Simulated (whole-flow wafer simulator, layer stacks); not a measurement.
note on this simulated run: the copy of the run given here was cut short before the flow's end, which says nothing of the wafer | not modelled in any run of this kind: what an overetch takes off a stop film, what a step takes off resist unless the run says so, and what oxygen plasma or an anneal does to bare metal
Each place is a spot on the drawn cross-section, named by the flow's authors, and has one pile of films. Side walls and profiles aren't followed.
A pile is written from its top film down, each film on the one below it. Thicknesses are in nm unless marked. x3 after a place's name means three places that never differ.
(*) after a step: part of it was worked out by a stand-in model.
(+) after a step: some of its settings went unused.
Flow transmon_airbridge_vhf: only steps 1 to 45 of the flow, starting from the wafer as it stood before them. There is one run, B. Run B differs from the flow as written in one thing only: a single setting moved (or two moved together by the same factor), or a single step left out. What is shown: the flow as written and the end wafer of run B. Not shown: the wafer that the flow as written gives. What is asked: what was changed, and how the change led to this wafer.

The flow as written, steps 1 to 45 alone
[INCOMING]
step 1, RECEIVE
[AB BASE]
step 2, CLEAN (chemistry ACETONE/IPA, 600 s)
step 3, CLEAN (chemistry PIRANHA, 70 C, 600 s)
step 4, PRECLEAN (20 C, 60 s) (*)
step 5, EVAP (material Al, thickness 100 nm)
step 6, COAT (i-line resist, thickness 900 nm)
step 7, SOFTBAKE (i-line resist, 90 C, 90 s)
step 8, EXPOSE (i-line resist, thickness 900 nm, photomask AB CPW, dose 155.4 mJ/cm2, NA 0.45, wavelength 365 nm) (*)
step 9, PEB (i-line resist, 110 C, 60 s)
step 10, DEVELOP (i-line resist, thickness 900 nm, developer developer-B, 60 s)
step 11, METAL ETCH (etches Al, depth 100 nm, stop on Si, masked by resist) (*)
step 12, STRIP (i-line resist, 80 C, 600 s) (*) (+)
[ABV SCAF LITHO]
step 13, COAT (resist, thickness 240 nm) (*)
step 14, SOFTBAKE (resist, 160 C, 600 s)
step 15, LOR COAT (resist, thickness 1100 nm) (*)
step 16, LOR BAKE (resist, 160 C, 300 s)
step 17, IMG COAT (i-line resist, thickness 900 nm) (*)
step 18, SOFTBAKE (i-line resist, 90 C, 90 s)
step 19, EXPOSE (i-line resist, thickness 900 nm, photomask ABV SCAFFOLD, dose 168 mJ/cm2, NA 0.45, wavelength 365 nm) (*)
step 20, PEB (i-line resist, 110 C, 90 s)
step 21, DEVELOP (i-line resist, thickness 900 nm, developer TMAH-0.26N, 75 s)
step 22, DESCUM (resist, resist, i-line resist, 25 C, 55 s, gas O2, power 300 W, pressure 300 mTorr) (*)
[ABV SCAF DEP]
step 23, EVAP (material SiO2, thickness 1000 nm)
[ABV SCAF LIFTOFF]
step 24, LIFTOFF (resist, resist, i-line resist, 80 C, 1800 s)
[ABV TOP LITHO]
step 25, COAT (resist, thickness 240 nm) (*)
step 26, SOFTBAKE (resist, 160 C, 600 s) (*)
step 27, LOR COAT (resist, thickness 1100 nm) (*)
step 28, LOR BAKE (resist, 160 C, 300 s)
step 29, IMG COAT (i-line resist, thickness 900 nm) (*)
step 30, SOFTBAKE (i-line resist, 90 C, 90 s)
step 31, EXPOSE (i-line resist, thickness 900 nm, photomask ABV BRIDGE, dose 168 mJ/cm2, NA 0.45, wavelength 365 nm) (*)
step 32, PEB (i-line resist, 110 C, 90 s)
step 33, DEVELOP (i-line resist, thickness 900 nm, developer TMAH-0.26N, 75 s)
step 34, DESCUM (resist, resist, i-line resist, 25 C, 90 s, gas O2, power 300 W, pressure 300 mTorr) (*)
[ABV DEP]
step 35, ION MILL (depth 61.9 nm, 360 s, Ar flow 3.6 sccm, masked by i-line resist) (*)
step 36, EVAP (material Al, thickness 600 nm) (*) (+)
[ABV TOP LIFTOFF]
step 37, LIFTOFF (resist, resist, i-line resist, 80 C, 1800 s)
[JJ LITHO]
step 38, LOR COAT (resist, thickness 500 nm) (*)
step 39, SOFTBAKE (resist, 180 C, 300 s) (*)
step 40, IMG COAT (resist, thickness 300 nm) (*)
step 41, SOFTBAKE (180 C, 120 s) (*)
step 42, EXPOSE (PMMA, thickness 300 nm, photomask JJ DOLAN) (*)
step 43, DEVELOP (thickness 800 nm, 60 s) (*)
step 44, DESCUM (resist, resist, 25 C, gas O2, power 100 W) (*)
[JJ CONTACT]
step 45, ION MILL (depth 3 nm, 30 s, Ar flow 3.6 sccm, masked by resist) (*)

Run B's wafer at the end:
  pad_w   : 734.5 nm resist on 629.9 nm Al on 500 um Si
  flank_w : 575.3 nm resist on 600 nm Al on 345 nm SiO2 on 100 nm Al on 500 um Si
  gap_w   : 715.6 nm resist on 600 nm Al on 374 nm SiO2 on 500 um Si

What caused this: step 23, EVAP: thickness 410 nm was run, while the flow as written has thickness 1000 nm.

The path from the change to this, step by step:
  step 23, EVAP (material SiO2, thickness 1000 nm)
      field x3, jj_line, ground_far and 10 more: +410 SiO2 (new film) (as written it would have been: +1000 SiO2 (new film))
      flank_w, flank_e: +381 SiO2 (new film) (as written it would have been: +929.3 SiO2 (new film))
  step 24, LIFTOFF (resist, resist, i-line resist, 80 C, 1800 s)
      field x3, jj_line, trace_open_s x2: -410 SiO2 (all of it), -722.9 i-line resist (all of it), -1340 resist (all of it) (as written it would have been: -1000 SiO2 (all of it), -722.9 i-line resist (all of it), -1340 resist (all of it))
      pad_w, pad_e: -410 SiO2 (all of it), -718 i-line resist (all of it), -1330.2 resist (all of it) (as written it would have been: -1000 SiO2 (all of it), -718 i-line resist (all of it), -1330.2 resist (all of it))
      (as well as at 1 more place)
  step 25, COAT (resist, thickness 240 nm) (*)
      flank_w, flank_e: +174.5 resist (new film) (as written it would have been: +152.6 resist (new film))
      gap_w, gap_e: +235.3 resist (new film) (as written it would have been: +210.7 resist (new film))
      (as well as at 6 more places)
  step 27, LOR COAT (resist, thickness 1100 nm) (*)
      gap_w, gap_e: +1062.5 resist (as written it would have been: +977.8 resist)
      margin_s, margin_n: +977.9 resist (as written it would have been: +823.4 resist)
      (as well as at 6 more places)
  step 29, IMG COAT (i-line resist, thickness 900 nm) (*)
      gap_w, gap_e: +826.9 i-line resist (new film) (as written it would have been: +681.7 i-line resist (new film))
      margin_s, margin_n: +787.2 i-line resist (new film) (as written it would have been: +603.2 i-line resist (new film))
      (as well as at 7 more places)
  step 30, SOFTBAKE (i-line resist, 90 C, 90 s)
      flank_w, flank_e: -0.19 i-line resist (as written it would have been: -0.73 i-line resist)
  step 32, PEB (i-line resist, 110 C, 90 s)
      pad_w, pad_e: -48 i-line resist (as written it would have been: -51 i-line resist)
      flank_w, flank_e: -44 i-line resist (as written it would have been: -38.3 i-line resist)
      (as well as at 7 more places)
  step 33, DEVELOP (i-line resist, thickness 900 nm, developer TMAH-0.26N, 75 s)
      gap_w, gap_e: -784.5 i-line resist (all of it), -1062.5 resist (as written it would have been: -646.9 i-line resist (all of it), -977.8 resist)
      pad_w: -885.1 i-line resist (all of it), -1154.1 resist (as written it would have been: -937.2 i-line resist (all of it), -1247.8 resist)
      (as well as at 5 more places)
  step 34, DESCUM (resist, resist, i-line resist, 25 C, 90 s, gas O2, power 300 W, pressure 300 mTorr) (*)
      flank_w, flank_e: -174.5 resist (all of it) (as written it would have been: -152.6 resist (all of it))
      gap_w, gap_e: -235.3 resist (all of it) (as written it would have been: -210.7 resist (all of it))
      (as well as at 4 more places)
  step 37, LIFTOFF (resist, resist, i-line resist, 80 C, 1800 s)
      margin_s, margin_n: -600 Al (all of it), -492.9 i-line resist (all of it), -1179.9 resist (all of it) (as written it would have been: -600 Al (all of it), -318.3 i-line resist (all of it), -992 resist (all of it))
      ground_far: -600 Al (all of it), -644.4 i-line resist (all of it), -1361.4 resist (all of it) (as written it would have been: -600 Al (all of it), -717.9 i-line resist (all of it), -1384.9 resist (all of it))
  step 38, LOR COAT (resist, thickness 500 nm) (*)
      pad_w, pad_e: +482.1 resist (new film) (as written it would have been: +517 resist (new film))
      flank_w, flank_e: +376.6 resist (new film) (as written it would have been: +306.5 resist (new film))
      (as well as at 6 more places)
  step 40, IMG COAT (resist, thickness 300 nm) (*)
      pad_w, pad_e: +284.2 resist (as written it would have been: +300.1 resist)
      flank_w, flank_e: +230.5 resist (as written it would have been: +212.1 resist)
      (as well as at 6 more places)
